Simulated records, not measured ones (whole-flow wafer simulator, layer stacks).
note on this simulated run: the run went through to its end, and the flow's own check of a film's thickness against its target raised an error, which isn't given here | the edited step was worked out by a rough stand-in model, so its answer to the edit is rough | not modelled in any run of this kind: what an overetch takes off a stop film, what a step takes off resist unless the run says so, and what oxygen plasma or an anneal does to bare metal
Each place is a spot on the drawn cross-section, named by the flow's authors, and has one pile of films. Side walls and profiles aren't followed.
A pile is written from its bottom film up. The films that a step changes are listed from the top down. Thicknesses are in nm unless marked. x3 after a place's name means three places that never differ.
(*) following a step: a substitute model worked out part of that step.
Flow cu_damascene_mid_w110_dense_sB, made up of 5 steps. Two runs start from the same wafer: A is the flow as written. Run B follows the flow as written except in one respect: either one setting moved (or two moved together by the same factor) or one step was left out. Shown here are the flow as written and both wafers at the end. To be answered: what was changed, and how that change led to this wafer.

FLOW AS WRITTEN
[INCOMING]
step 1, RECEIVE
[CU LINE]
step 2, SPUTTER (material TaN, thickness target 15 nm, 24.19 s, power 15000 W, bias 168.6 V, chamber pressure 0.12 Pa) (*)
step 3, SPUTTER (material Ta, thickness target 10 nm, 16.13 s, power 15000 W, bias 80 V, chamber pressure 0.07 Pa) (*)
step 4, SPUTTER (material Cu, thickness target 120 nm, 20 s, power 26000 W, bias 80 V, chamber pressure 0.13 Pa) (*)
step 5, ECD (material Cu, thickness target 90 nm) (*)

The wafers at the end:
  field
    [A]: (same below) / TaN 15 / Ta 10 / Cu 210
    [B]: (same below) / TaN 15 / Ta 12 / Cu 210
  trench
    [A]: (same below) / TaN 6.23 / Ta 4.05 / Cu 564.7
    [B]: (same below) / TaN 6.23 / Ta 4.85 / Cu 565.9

Cause: step 3, SPUTTER: thickness target 12 nm was run, while the flow as written has thickness target 10 nm.
The wafer lets one read it off: field has Ta 12, and step 3 as written asks for 10 nm.

How this came from the change, step by step:
  step 3, SPUTTER (material Ta, thickness target 10 nm, 16.13 s, power 15000 W, bias 80 V, chamber pressure 0.07 Pa) (*)
      field: A Ta gains 10 (new film) | B Ta gains 12 (new film)
      trench: A Ta gains 4.05 (new film) | B Ta gains 4.85 (new film)
